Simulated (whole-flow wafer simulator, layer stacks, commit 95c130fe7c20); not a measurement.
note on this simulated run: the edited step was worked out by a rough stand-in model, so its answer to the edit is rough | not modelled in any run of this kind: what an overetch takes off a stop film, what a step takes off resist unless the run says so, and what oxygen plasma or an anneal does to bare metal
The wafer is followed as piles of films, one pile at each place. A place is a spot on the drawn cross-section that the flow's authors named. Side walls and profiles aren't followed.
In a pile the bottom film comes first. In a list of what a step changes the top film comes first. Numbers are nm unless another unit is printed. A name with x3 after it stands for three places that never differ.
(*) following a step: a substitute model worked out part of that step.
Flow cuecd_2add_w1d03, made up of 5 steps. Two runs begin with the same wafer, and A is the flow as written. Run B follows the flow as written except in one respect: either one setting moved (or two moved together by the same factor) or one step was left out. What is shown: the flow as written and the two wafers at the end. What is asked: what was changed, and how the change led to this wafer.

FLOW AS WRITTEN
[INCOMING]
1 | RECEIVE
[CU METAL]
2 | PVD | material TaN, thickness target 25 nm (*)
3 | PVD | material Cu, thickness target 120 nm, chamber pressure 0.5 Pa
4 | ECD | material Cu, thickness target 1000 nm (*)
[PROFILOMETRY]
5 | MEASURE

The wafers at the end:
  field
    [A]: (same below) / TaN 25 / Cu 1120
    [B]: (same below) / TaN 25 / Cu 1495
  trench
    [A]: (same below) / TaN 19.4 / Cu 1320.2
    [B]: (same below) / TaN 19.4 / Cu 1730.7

What caused this: step 4, ECD: thickness target 1375 nm was run, whereas the flow has thickness target 1000 nm.

Step by step, how the change led to this:
  4 | ECD | material Cu, thickness target 1000 nm (*)
      field: A +1000 Cu | B +1375 Cu
      trench: A +1226.8 Cu | B +1637.2 Cu
